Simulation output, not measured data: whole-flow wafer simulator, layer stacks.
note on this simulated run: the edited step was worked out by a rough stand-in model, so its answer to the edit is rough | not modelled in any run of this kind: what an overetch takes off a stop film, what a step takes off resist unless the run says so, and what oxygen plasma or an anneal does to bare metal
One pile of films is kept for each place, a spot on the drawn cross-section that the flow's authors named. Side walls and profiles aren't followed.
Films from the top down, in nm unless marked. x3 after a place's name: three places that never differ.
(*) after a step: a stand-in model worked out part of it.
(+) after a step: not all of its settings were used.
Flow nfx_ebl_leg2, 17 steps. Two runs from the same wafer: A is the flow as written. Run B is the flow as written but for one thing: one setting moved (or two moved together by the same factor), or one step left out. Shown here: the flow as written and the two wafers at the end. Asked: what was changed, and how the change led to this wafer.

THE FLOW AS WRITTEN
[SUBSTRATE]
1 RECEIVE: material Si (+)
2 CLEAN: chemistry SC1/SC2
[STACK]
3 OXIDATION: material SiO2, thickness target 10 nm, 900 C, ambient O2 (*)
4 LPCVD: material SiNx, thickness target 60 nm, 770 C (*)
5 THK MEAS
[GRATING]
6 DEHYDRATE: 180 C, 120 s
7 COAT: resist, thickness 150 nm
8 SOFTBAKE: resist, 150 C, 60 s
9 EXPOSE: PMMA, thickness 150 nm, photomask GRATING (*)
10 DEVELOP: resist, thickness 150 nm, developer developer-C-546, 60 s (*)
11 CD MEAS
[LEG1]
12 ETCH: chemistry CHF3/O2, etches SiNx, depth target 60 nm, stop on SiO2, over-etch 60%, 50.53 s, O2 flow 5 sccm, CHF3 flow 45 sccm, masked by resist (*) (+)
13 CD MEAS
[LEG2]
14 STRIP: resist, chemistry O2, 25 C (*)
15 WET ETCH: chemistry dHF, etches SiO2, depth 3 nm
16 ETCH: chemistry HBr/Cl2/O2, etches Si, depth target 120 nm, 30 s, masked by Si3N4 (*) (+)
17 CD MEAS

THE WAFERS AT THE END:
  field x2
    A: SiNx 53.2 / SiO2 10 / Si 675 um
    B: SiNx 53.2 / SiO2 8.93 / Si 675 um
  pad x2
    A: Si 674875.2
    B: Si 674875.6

The cause: step 3, OXIDATION: 888 C was run, where the flow has 900 C.

How the change led to this, step by step:
  3 OXIDATION: material SiO2, thickness target 10 nm, 900 C, ambient O2 (*)
      field x2, pad x2: A SiO2 +10 (new film), chemical SiO2 -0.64 (all of it), Si -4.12 | B SiO2 +8.93 (new film), chemical SiO2 -0.64 (all of it), Si -3.64
  12 ETCH: chemistry CHF3/O2, etches SiNx, depth target 60 nm, stop on SiO2, over-etch 60%, 50.53 s, O2 flow 5 sccm, CHF3 flow 45 sccm, masked by resist (*) (+)
      pad x2: A SiNx -60 (all of it), SiO2 -10 (all of it) | B SiNx -60 (all of it), SiO2 -8.93 (all of it)
